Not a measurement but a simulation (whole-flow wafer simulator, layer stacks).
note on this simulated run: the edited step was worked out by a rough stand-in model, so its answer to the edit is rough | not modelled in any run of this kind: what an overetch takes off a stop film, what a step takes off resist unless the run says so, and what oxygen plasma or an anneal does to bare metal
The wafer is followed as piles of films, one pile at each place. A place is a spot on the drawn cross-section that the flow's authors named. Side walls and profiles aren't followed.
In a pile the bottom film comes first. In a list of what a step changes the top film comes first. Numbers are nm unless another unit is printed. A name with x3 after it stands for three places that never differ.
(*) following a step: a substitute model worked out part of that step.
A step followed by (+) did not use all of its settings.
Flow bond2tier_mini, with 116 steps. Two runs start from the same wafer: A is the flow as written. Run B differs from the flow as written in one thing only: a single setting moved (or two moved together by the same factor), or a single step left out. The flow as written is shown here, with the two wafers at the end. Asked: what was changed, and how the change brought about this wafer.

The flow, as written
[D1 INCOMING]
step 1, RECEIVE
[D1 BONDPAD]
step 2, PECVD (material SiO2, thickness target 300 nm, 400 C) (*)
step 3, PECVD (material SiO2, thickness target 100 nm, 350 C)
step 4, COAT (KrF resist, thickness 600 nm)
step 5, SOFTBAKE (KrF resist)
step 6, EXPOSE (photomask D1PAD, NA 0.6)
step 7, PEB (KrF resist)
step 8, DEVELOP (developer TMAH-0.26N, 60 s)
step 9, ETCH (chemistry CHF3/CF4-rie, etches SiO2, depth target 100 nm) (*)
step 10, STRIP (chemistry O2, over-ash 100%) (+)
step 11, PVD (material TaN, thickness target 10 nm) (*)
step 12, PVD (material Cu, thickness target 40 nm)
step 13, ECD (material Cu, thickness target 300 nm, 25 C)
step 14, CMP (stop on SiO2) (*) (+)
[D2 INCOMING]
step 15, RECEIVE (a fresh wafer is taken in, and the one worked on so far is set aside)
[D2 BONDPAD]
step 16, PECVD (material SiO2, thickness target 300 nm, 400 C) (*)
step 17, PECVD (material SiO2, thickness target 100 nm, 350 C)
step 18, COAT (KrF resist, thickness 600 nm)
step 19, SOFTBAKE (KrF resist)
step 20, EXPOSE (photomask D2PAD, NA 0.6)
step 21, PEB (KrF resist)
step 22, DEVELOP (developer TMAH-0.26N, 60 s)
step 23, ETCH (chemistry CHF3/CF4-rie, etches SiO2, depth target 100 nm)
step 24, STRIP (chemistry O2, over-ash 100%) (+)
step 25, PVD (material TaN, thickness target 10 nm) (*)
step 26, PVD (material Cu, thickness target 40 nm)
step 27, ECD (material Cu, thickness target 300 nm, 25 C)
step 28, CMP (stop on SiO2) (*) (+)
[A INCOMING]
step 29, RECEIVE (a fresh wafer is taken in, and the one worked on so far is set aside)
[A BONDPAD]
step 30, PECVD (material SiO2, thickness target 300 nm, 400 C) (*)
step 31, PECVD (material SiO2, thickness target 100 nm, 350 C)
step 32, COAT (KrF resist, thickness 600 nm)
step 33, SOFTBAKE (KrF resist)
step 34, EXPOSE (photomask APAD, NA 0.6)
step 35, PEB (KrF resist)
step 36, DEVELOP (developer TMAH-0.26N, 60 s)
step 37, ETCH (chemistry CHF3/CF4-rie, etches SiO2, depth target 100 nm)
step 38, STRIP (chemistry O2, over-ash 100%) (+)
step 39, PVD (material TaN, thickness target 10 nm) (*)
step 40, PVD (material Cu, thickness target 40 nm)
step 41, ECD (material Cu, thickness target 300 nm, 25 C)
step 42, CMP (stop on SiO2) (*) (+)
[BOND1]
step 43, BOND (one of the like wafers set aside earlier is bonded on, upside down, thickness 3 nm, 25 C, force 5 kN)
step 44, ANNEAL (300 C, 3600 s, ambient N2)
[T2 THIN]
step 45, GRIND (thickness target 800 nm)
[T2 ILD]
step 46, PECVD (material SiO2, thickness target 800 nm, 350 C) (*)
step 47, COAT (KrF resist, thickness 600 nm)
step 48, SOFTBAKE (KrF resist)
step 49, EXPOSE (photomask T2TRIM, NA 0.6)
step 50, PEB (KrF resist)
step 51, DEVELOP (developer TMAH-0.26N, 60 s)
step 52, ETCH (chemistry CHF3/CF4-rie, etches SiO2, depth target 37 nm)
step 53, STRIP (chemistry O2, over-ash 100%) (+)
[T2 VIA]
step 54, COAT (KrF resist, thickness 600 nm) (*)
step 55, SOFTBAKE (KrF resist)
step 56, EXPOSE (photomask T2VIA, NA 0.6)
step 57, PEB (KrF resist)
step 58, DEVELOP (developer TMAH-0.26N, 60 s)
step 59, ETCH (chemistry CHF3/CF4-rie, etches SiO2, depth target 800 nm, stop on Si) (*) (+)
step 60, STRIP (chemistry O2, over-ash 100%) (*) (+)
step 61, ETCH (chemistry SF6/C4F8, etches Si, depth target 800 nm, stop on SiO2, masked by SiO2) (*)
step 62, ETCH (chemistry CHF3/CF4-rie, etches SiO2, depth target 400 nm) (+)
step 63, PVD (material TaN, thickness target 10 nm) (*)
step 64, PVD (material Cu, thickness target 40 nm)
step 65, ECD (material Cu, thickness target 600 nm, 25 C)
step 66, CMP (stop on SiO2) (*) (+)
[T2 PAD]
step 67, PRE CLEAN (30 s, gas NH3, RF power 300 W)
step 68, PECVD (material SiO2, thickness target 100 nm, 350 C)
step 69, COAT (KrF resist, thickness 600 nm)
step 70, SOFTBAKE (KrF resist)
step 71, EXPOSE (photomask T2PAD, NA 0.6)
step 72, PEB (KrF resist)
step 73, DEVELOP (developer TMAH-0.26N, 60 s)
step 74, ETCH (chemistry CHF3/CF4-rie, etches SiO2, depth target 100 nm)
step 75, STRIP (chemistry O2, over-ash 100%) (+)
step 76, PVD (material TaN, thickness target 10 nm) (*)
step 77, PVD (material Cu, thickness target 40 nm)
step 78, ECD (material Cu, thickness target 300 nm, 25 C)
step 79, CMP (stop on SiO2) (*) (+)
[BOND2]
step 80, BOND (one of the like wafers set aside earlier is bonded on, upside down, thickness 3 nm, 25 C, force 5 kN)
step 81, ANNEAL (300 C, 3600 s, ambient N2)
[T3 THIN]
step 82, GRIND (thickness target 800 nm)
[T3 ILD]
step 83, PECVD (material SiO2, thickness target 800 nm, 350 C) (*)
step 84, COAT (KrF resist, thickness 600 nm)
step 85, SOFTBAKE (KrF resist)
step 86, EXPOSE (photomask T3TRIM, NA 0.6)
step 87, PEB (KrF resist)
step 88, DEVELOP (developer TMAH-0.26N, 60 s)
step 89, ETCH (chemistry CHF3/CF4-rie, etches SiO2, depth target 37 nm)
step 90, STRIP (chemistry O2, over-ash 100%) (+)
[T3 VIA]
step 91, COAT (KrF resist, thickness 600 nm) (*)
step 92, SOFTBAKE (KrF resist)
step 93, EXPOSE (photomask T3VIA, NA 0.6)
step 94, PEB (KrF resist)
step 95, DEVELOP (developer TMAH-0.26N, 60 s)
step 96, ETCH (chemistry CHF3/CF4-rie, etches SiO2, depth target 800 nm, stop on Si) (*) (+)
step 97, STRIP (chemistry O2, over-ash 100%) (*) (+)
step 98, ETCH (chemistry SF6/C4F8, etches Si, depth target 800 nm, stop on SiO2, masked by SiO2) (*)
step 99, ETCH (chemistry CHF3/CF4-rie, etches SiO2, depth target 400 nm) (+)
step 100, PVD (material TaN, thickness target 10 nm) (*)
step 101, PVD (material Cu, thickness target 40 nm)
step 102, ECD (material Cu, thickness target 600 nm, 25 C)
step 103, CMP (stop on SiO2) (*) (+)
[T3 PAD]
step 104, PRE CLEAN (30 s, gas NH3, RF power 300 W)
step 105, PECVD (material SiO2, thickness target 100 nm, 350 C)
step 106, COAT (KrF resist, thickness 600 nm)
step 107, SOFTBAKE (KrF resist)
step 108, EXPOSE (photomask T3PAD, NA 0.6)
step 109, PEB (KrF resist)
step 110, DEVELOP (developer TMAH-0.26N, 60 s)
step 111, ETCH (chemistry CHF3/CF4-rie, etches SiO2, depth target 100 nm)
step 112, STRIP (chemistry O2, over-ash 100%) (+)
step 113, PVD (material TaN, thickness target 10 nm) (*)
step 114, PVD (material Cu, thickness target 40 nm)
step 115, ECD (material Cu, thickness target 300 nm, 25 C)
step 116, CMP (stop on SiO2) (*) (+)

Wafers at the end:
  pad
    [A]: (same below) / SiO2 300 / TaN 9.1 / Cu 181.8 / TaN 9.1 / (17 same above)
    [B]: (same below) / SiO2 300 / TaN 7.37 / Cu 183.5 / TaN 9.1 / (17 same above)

The reason: step 39, PVD: thickness target 8.1 nm was run, while the flow as written has thickness target 10 nm.

Step by step, how the change led to this:
  step 39, PVD (material TaN, thickness target 10 nm) (*)
      field: A +10 TaN (new film) | B +8.1 TaN (new film)
      pad: A +9.1 TaN (new film) | B +7.37 TaN (new film)
      (as well as at 1 more place)
  step 42, CMP (stop on SiO2) (*) (+)
      field: A -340 Cu (all of it), -10 TaN (all of it) | B -340 Cu (all of it), -8.1 TaN (all of it)
